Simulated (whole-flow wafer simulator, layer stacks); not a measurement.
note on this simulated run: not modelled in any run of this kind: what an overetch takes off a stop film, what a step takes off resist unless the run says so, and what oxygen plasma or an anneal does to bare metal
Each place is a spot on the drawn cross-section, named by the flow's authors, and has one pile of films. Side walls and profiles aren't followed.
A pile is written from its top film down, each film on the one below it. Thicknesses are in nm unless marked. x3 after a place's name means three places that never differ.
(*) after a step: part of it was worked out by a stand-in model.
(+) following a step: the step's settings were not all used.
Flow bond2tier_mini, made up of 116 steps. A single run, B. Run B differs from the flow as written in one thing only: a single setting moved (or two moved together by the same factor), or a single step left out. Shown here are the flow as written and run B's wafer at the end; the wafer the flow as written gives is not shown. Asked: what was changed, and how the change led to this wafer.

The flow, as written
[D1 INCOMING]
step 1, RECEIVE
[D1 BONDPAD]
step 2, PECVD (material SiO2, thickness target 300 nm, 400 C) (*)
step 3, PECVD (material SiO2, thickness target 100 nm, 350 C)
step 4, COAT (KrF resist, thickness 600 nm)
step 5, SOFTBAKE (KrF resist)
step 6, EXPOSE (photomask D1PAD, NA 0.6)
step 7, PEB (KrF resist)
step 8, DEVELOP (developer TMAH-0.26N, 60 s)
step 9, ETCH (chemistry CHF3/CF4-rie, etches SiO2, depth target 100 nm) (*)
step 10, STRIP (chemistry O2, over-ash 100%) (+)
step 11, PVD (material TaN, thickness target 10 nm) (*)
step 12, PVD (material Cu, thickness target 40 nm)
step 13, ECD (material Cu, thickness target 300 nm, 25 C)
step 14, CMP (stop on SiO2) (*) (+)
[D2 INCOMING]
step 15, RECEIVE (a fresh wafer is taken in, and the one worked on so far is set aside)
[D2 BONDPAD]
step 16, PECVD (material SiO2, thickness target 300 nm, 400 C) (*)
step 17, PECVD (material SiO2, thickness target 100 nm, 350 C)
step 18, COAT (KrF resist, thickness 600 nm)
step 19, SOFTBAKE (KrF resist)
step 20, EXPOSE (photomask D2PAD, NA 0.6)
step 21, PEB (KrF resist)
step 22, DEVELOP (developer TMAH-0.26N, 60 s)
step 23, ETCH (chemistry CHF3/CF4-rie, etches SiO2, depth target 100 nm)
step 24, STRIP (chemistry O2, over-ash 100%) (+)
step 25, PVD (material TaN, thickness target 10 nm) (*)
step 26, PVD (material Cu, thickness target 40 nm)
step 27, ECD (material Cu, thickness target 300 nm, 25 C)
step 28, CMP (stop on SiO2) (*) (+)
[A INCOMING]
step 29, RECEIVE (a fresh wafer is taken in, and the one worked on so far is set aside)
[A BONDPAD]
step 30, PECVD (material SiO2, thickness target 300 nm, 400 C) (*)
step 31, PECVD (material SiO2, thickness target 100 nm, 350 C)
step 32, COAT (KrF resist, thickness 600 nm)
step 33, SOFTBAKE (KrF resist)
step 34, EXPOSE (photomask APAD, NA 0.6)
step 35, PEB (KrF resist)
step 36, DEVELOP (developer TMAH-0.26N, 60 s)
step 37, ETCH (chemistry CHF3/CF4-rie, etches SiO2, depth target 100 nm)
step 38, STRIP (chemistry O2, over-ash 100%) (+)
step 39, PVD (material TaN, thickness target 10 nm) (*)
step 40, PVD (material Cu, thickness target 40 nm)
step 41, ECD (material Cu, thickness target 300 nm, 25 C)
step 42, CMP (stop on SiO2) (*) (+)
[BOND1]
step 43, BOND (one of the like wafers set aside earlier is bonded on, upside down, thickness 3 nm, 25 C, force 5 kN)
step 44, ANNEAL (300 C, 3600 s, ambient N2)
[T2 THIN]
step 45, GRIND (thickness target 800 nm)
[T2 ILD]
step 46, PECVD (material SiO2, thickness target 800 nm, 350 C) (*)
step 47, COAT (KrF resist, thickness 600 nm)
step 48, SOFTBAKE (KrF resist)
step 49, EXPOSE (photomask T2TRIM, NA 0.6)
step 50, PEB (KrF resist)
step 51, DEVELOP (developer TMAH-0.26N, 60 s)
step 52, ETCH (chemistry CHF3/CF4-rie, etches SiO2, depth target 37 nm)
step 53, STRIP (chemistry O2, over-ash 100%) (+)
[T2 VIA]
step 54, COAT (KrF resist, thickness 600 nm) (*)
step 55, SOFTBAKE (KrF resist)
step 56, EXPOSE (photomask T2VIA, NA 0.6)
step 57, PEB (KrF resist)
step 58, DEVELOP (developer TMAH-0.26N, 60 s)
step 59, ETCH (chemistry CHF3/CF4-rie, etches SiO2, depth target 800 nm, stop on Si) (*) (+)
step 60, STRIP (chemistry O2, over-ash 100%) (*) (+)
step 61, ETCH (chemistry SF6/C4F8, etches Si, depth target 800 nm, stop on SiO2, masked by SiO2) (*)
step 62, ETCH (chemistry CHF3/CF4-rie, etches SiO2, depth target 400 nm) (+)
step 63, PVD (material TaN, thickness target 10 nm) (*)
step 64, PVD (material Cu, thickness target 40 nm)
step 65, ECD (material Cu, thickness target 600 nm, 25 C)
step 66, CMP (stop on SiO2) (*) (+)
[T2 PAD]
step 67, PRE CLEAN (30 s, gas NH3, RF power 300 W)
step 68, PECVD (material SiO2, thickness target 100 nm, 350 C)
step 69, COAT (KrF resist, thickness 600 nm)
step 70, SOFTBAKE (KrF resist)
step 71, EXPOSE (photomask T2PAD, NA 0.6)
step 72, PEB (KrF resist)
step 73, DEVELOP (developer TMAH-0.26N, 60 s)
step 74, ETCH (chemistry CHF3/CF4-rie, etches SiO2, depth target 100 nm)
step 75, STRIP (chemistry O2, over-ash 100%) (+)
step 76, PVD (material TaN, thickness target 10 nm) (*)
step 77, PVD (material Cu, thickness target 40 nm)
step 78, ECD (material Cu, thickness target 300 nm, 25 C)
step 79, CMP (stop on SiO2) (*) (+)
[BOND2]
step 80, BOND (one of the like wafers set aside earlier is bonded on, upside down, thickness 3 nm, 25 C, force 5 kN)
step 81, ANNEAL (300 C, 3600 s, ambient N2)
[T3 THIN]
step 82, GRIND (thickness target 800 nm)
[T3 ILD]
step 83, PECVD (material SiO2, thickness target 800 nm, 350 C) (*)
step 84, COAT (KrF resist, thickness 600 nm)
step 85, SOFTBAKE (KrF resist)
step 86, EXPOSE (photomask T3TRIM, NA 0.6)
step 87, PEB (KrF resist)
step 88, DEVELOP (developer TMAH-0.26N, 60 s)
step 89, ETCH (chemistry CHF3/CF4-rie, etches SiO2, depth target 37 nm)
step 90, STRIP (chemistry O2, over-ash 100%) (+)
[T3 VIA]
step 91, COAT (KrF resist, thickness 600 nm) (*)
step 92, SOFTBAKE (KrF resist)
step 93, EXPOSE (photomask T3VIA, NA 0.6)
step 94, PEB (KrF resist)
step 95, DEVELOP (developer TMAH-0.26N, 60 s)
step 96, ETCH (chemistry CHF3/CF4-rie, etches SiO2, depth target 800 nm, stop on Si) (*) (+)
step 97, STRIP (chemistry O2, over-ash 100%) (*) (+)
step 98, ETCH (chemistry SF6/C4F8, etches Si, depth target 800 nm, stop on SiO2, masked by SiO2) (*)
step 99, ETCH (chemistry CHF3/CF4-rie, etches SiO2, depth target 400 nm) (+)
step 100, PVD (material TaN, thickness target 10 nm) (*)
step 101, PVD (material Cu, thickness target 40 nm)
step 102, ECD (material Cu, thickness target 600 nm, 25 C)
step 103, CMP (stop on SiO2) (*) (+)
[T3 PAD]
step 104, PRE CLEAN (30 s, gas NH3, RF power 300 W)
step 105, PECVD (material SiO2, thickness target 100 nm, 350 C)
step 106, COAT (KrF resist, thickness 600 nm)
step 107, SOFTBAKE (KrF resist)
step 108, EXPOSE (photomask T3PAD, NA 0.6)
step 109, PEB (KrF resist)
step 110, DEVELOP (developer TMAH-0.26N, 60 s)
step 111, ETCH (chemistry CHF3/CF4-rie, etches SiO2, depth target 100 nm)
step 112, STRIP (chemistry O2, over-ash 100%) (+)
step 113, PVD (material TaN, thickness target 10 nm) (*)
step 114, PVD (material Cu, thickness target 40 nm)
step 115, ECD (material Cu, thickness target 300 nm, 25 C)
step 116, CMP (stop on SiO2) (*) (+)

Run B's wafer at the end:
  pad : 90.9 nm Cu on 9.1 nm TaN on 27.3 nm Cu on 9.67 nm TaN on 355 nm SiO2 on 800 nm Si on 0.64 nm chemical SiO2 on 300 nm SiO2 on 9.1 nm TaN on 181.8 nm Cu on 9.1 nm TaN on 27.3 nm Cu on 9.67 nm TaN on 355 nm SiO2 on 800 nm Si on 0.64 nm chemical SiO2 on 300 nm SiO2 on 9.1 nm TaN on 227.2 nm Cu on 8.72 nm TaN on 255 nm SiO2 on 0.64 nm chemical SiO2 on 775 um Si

What caused this: step 37, ETCH: depth target 145 nm was run, while the flow as written has depth target 100 nm.

How this came from the change, step by step:
  step 37, ETCH (chemistry CHF3/CF4-rie, etches SiO2, depth target 100 nm)
      pad, via: SiO2 loses 145 (in the flow as written it would be: SiO2 loses 100)
      field: KrF resist loses 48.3 (in the flow as written it would be: KrF resist loses 33.3)
  step 38, STRIP (chemistry O2, over-ash 100%) (+)
      field: KrF resist loses 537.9 (all of it) (in the flow as written it would be: KrF resist loses 552.9 (all of it))
  step 40, PVD (material Cu, thickness target 40 nm)
      pad: Cu gains 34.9 (new film) (in the flow as written it would be: Cu gains 36.4 (new film))
  step 41, ECD (material Cu, thickness target 300 nm, 25 C)
      pad: Cu gains 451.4 (in the flow as written it would be: Cu gains 404.5)
      via: Cu gains 445.5 (in the flow as written it would be: Cu gains 400.2)
